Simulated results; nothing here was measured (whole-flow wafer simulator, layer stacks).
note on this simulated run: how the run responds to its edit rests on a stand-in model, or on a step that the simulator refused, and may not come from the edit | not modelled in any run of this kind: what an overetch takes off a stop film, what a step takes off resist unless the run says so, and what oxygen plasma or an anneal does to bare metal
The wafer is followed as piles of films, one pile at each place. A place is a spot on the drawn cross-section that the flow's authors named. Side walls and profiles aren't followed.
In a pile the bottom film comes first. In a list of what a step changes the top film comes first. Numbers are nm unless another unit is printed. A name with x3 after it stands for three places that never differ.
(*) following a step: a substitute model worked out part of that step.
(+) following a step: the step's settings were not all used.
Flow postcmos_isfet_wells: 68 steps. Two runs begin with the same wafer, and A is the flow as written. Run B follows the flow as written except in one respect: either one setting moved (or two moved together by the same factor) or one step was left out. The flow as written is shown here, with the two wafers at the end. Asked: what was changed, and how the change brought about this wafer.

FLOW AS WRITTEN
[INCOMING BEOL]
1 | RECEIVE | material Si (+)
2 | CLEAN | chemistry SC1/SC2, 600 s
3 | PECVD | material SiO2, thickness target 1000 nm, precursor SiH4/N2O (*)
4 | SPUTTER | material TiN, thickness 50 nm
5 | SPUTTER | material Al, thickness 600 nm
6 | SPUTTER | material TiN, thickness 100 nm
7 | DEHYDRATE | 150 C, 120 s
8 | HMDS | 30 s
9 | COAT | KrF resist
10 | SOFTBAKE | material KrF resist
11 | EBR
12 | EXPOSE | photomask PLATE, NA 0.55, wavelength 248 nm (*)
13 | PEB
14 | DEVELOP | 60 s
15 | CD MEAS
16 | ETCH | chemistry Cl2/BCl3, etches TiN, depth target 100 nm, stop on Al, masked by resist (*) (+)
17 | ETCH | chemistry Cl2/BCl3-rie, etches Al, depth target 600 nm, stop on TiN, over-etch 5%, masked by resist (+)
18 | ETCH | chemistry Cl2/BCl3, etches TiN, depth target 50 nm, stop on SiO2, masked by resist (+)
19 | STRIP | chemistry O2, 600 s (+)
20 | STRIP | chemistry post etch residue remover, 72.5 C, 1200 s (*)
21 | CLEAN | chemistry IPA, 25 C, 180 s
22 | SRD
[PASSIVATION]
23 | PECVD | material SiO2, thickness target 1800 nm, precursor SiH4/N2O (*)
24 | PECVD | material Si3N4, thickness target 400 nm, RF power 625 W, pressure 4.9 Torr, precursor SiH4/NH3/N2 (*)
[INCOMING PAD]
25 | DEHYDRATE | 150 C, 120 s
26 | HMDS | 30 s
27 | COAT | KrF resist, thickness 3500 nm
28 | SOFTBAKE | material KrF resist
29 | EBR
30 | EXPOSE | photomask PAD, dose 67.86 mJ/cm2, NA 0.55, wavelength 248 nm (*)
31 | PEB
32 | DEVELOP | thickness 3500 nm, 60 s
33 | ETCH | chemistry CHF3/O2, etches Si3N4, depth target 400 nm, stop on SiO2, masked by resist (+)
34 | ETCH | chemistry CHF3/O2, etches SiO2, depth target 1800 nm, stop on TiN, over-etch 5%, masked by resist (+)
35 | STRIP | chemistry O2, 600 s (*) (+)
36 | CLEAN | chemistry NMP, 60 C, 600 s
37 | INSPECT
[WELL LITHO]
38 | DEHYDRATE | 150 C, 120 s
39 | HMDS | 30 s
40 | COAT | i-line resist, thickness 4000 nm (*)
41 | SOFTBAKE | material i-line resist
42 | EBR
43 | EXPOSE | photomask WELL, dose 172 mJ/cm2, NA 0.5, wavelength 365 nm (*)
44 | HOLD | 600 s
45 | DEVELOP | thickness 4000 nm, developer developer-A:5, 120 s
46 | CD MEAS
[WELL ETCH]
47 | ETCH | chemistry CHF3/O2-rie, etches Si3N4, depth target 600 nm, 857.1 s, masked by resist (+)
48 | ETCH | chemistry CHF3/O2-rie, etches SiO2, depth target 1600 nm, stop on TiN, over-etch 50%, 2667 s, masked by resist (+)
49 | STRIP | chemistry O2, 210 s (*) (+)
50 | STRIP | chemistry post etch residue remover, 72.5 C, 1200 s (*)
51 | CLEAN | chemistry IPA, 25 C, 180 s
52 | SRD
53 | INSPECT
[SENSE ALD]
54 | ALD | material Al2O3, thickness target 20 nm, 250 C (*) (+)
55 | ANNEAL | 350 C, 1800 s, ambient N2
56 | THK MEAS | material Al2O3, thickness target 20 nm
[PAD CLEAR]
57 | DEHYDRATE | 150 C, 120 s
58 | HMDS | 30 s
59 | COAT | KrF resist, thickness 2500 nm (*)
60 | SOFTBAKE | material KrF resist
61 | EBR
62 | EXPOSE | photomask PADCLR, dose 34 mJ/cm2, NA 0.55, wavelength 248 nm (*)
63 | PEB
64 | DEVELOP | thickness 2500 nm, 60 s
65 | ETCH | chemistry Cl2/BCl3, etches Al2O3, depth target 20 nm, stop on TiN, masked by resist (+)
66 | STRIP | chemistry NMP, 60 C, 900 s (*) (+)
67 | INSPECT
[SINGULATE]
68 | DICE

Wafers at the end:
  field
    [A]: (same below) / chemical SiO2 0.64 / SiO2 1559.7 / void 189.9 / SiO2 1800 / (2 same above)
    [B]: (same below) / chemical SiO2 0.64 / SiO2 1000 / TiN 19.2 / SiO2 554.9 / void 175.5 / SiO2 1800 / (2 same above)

Cause: step 18, ETCH: depth target 30.4 nm was run, whereas the flow has depth target 50 nm.

How this came from the change, step by step:
  18 | ETCH | chemistry Cl2/BCl3, etches TiN, depth target 50 nm, stop on SiO2, masked by resist (+)
      field: A TiN loses 50 (all of it) | B TiN loses 30.4
      margin, well900, well1300 x3, pad_rim, pad_clr, pad_open: A KrF resist loses 20 | B KrF resist loses 12.2
  23 | PECVD | material SiO2, thickness target 1800 nm, precursor SiH4/N2O (*)
      field: A SiO2 gains 1800 (new film), void gains 189.9 (new film), SiO2 gains 559.7 | B SiO2 gains 1800 (new film), void gains 175.5 (new film), SiO2 gains 554.9 (new film)
If metal films that touch count as one body, field has 1 body; the flow as written gives 0 bodies.
